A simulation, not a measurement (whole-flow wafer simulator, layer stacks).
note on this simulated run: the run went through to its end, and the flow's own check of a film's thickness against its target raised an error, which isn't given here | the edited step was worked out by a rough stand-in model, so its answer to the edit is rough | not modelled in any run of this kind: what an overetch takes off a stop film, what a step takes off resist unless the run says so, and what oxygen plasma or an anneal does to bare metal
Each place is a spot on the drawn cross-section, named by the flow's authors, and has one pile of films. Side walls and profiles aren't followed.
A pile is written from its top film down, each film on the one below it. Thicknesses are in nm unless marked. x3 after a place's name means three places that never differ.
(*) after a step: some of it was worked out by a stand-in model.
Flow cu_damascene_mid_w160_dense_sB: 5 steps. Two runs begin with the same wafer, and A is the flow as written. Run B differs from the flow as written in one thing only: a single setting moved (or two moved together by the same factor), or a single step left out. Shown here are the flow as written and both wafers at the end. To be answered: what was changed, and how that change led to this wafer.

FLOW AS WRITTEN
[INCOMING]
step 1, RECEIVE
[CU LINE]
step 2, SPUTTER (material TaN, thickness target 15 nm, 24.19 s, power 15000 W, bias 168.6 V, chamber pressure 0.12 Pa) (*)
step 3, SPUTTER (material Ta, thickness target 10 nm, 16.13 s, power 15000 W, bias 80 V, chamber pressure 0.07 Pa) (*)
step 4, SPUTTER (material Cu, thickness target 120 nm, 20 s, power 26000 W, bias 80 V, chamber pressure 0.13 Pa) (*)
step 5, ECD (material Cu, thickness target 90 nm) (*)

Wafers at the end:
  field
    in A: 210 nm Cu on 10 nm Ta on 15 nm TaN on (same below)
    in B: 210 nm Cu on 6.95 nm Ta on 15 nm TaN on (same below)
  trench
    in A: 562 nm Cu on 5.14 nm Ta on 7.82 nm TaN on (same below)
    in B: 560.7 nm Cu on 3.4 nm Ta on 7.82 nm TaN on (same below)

The reason: step 3, SPUTTER: power 10420 W was run, though the flow has power 15000 W.

Step by step, how the change led to this:
  step 3, SPUTTER (material Ta, thickness target 10 nm, 16.13 s, power 15000 W, bias 80 V, chamber pressure 0.07 Pa) (*)
      field: A Ta gains 10 (new film) | B Ta gains 6.95 (new film)
      trench: A Ta gains 5.14 (new film) | B Ta gains 3.4 (new film)
